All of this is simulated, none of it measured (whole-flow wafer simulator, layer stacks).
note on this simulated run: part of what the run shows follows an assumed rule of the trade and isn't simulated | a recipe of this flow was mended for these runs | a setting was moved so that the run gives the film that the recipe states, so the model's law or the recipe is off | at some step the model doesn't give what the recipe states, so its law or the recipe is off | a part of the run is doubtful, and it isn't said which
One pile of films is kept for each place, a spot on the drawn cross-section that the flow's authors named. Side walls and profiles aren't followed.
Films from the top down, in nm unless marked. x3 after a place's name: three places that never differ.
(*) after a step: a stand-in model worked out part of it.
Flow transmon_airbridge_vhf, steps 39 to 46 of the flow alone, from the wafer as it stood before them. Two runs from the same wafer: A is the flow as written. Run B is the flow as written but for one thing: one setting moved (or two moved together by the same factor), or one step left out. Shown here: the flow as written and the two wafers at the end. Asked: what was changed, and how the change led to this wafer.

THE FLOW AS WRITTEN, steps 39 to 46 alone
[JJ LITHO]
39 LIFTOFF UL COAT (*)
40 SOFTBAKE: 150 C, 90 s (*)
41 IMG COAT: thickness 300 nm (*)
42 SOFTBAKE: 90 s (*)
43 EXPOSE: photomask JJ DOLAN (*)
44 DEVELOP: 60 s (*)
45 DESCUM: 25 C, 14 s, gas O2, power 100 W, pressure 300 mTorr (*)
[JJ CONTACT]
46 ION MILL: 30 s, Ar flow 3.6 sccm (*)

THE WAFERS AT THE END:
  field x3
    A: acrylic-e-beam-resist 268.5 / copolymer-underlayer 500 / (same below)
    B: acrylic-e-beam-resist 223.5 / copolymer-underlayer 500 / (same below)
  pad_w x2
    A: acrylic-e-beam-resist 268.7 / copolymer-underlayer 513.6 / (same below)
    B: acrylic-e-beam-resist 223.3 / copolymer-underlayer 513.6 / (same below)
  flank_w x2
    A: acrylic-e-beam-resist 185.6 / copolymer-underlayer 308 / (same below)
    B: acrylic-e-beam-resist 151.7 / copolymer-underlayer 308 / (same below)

The cause: step 41, IMG COAT: thickness 255 nm was run, where the flow has thickness 300 nm.

How the change led to this, step by step:
  41 IMG COAT: thickness 300 nm (*)
      field x3, jj_line, ground_far x3: A acrylic-e-beam-resist +300 (new film) | B acrylic-e-beam-resist +255 (new film)
      pad_w x2: A acrylic-e-beam-resist +300.2 (new film) | B acrylic-e-beam-resist +254.8 (new film)
      (and at 8 more places)
  44 DEVELOP: 60 s (*)
      jj_line: A acrylic-e-beam-resist -300 (all of it), copolymer-underlayer -500 (all of it) | B acrylic-e-beam-resist -255 (all of it), copolymer-underlayer -500 (all of it)
